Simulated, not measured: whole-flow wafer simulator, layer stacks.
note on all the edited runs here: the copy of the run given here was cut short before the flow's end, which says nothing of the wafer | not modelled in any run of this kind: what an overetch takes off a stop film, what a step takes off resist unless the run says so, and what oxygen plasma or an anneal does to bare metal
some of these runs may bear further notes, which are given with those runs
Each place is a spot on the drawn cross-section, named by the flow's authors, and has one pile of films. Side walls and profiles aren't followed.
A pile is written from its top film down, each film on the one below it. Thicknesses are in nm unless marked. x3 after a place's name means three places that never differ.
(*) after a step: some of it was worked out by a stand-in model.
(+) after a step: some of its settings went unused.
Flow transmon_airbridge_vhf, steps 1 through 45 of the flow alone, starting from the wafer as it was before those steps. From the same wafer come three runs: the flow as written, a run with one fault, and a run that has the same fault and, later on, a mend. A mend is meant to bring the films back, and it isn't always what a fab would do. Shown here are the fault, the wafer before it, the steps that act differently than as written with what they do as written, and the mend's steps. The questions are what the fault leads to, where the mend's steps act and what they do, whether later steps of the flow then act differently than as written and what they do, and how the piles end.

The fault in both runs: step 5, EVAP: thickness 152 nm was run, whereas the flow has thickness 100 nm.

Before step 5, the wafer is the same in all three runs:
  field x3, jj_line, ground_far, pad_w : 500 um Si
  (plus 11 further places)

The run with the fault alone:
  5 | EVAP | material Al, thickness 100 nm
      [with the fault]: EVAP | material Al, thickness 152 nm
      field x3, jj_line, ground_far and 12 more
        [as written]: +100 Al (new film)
        [with the fault]: +152 Al (new film)
  Later steps of the flow acting differently than as written:
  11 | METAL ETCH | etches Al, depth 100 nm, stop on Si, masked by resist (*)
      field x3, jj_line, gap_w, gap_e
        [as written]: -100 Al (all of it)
        [with the fault]: -100 Al
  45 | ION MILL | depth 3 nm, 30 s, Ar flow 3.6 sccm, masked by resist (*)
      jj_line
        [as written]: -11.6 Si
        [with the fault]: -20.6 Al
  By the end, the piles at field x3, jj_line, ground_far and 12 more depart from the flow's by more than 2% or 0.5 nm, whichever is larger.
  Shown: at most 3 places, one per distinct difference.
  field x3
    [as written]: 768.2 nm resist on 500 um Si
    [with the fault]: 768.2 nm resist on 52 nm Al on 500 um Si
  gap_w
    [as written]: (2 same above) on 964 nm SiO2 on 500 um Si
    [with the fault]: (2 same above) on 964 nm SiO2 on 52 nm Al on 500 um Si
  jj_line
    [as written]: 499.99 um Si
    [with the fault]: 31.4 nm Al on 500 um Si

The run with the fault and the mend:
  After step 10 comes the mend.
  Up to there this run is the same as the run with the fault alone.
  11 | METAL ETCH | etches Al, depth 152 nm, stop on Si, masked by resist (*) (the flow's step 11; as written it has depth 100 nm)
      ground_far, pad_w, flank_w and 8 more
        -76 i-line resist
      field x3, jj_line, gap_w, gap_e
        -152 Al (all of it)
  Later steps of the flow acting differently than as written (13 other steps are not shown; they differ only slightly, by no more than 2% or 0.5 nm, whichever is larger):
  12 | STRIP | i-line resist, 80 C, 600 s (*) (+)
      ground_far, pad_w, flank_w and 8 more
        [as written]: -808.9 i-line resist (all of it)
        [with the mend]: -782.9 i-line resist (all of it)
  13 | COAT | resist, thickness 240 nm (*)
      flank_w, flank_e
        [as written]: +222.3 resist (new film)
        [with the mend]: +214.8 resist (new film)
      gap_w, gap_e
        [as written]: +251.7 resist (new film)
        [with the mend]: +256.9 resist (new film)
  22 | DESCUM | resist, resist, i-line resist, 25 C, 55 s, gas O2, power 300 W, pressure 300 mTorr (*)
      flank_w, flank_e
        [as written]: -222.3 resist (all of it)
        [with the mend]: -214.8 resist (all of it)
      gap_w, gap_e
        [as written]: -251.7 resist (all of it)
        [with the mend]: -256.9 resist (all of it)
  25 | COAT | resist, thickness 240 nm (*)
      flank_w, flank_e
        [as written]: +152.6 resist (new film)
        [with the mend]: +146.8 resist (new film)
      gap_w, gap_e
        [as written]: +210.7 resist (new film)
        [with the mend]: +215.8 resist (new film)
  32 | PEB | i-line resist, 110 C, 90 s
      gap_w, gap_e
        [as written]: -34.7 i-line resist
        [with the mend]: -35.5 i-line resist
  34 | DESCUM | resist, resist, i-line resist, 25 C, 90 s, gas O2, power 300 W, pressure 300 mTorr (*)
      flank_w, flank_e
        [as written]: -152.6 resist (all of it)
        [with the mend]: -146.8 resist (all of it)
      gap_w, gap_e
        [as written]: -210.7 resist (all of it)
        [with the mend]: -215.8 resist (all of it)
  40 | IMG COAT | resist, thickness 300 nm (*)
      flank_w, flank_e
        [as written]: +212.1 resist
        [with the mend]: +205.3 resist
  By the end, the piles at ground_far, pad_w, flank_w and 8 more depart from the flow's by more than 2% or 0.5 nm, whichever is larger.
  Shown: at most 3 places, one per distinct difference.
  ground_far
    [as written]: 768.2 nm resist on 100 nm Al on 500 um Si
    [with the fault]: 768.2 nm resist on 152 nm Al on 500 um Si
    [with the mend]: 768.2 nm resist on 152 nm Al on 500 um Si
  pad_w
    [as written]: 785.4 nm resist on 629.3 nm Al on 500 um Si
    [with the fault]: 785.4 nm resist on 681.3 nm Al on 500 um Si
    [with the mend]: 784 nm resist on 681.3 nm Al on 500 um Si
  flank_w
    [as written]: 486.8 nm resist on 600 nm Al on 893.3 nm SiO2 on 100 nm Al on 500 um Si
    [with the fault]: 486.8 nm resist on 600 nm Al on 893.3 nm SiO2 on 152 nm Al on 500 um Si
    [with the mend]: 473.9 nm resist on 600 nm Al on 893.7 nm SiO2 on 152 nm Al on 500 um Si
